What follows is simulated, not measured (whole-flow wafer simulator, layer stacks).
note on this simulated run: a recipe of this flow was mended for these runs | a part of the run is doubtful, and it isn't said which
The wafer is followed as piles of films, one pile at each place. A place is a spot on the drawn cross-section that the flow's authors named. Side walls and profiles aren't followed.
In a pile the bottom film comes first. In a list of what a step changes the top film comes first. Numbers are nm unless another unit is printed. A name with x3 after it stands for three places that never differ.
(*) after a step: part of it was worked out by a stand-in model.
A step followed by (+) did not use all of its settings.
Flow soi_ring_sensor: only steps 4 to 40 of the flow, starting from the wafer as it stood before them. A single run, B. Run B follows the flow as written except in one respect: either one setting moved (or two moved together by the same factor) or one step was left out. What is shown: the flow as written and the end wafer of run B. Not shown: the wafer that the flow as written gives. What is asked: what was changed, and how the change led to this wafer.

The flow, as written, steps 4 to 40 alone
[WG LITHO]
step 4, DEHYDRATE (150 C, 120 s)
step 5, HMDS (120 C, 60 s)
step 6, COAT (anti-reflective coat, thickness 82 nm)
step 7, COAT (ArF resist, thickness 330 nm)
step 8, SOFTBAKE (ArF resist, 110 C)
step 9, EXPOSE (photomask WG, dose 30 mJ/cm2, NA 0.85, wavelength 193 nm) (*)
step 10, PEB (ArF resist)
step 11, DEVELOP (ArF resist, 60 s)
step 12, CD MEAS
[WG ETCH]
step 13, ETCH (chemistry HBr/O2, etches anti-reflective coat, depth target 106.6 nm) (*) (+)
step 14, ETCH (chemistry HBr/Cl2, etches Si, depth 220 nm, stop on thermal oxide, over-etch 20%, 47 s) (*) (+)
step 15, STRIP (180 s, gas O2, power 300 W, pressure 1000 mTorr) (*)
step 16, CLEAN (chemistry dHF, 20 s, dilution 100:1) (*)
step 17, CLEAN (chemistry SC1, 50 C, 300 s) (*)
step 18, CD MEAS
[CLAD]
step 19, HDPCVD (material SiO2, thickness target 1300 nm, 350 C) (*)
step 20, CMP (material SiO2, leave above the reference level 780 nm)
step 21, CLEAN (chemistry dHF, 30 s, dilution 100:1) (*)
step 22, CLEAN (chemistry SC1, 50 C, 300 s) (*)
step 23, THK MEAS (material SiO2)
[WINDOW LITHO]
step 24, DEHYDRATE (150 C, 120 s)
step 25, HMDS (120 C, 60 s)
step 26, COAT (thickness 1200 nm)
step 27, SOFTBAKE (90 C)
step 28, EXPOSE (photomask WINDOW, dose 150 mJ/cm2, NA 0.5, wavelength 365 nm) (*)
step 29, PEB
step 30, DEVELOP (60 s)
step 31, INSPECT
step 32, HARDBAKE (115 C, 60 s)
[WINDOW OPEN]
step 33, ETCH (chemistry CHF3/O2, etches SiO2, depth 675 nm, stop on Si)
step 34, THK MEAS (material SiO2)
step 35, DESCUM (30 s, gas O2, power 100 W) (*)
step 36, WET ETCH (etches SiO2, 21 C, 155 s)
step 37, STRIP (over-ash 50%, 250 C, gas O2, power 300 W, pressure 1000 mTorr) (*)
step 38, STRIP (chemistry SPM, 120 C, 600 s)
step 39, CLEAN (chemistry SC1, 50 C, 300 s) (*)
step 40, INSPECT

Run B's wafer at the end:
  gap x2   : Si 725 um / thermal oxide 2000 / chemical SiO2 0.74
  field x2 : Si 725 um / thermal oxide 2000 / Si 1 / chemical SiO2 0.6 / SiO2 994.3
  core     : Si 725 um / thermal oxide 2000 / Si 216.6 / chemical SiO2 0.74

What caused this: step 13, ETCH: depth target 60 nm was run, whereas the flow has depth target 106.6 nm.

The path from the change to this, step by step:
  step 13, ETCH (chemistry HBr/O2, etches anti-reflective coat, depth target 106.6 nm) (*) (+)
      gap x2, field x2: -60 anti-reflective coat (as written it would have been: -82 anti-reflective coat (all of it), -0.6 chemical SiO2 (all of it), -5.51 Si)
      core, core_clad: -60 ArF resist (as written it would have been: -106.6 ArF resist)
  step 14, ETCH (chemistry HBr/Cl2, etches Si, depth 220 nm, stop on thermal oxide, over-etch 20%, 47 s) (*) (+)
      gap x2, field x2: -22 anti-reflective coat (all of it), -0.6 chemical SiO2 (all of it), -216.6 Si (as written it would have been: -213.9 Si (all of it), -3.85 thermal oxide)
  step 15, STRIP (180 s, gas O2, power 300 W, pressure 1000 mTorr) (*)
      gap x2, field x2: +1.3 chemical SiO2 (new film), -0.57 Si (as written it would have been: nothing)
      core, core_clad: -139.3 ArF resist (all of it), -82 anti-reflective coat (all of it), +0.57 chemical SiO2, -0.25 Si (as written it would have been: -92.7 ArF resist (all of it), -82 anti-reflective coat (all of it), +0.6 chemical SiO2, -0.26 Si)
  step 16, CLEAN (chemistry dHF, 20 s, dilution 100:1) (*)
      gap x2, field x2: -1.3 chemical SiO2 (all of it) (as written it would have been: -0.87 thermal oxide)
  step 17, CLEAN (chemistry SC1, 50 C, 300 s) (*)
      gap x2, field x2: +0.6 chemical SiO2 (new film), -1.27 Si (as written it would have been: -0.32 thermal oxide)
  step 20, CMP (material SiO2, leave above the reference level 780 nm)
      gap x2, field x2: -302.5 SiO2 (as written it would have been: -295.8 SiO2)
  step 36, WET ETCH (etches SiO2, 21 C, 155 s)
      gap x2: -319.9 SiO2 (all of it), -0.6 chemical SiO2 (all of it), -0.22 Si (as written it would have been: -326.6 SiO2 (all of it), -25 thermal oxide)
  step 37, STRIP (over-ash 50%, 250 C, gas O2, power 300 W, pressure 1000 mTorr) (*)
      gap x2: +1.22 chemical SiO2 (new film), -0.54 Si (as written it would have been: nothing)
